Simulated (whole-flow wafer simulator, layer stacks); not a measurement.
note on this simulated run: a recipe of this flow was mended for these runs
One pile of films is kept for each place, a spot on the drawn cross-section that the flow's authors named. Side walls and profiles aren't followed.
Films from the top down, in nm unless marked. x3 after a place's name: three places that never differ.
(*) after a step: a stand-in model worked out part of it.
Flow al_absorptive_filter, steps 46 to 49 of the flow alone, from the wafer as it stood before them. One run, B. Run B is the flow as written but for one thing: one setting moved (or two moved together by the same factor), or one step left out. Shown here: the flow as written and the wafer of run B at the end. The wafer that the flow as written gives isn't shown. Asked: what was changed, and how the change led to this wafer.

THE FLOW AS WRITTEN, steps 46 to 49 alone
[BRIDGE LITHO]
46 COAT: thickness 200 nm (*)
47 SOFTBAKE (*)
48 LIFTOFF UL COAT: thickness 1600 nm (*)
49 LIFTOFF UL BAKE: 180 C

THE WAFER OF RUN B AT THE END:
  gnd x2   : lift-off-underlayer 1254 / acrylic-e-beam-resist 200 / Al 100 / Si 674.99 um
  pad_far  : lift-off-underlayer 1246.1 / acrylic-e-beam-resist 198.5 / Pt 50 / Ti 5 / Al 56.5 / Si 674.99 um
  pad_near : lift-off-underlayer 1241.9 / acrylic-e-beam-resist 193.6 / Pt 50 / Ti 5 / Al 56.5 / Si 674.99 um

The cause: step 48, LIFTOFF UL COAT: thickness 1254 nm was run, where the flow has thickness 1600 nm.
It can be read off the wafer: gnd x2 has lift-off-underlayer 1254, and step 48 as written asks for 1600 nm.

How the change led to this, step by step:
  48 LIFTOFF UL COAT: thickness 1600 nm (*)
      gnd x2, idc_field: lift-off-underlayer +1254 (new film) (as written it would be: lift-off-underlayer +1600 (new film))
      pad_far: lift-off-underlayer +1246.1 (new film) (as written it would be: lift-off-underlayer +1591.1 (new film))
      (and at 10 more places)
